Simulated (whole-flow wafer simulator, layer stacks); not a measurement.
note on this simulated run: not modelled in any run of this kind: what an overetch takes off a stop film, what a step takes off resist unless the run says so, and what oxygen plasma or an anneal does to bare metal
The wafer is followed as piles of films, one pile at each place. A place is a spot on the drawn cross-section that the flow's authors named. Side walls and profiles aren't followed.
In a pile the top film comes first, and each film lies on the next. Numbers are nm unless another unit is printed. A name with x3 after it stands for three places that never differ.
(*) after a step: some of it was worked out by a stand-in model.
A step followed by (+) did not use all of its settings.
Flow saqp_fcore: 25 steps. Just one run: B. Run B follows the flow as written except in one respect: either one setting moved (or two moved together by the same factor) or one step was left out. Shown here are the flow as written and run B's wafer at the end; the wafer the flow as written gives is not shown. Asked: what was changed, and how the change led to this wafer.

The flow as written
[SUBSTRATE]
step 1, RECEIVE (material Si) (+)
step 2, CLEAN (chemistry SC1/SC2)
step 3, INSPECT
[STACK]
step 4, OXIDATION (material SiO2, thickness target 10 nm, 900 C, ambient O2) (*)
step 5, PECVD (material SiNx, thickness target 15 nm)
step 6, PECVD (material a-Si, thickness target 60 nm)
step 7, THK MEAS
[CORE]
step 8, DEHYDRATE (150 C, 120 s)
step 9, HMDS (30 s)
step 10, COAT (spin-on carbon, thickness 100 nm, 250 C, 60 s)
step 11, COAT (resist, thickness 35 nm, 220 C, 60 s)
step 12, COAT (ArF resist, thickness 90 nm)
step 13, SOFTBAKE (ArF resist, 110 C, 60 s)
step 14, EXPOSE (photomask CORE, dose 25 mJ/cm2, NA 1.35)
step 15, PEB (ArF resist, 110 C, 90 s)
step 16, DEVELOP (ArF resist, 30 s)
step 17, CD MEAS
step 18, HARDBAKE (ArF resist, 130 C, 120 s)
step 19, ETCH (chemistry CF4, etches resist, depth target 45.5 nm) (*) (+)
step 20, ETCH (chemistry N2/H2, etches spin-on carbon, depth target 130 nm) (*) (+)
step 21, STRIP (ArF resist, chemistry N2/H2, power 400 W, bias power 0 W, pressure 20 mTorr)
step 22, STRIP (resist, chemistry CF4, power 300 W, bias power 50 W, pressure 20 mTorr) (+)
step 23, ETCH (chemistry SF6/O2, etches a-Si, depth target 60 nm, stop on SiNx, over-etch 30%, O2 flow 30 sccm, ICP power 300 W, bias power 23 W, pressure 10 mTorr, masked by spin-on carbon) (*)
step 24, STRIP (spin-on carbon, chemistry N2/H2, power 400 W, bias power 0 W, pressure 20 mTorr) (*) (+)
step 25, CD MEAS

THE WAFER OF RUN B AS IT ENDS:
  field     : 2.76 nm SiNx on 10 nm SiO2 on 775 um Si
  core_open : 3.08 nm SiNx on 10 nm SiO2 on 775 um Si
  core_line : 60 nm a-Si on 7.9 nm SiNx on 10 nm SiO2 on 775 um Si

What caused this: step 5, PECVD: thickness target 7.9 nm was run, whereas the flow has thickness target 15 nm.
One can read it off the wafer: core_line has SiNx 7.9, and step 5 as written asks for 15 nm.

The path from the change to this, step by step:
  step 5, PECVD (material SiNx, thickness target 15 nm)
      field, core_open, core_line: +7.9 SiNx (new film) (it would be, as written: +15 SiNx (new film))
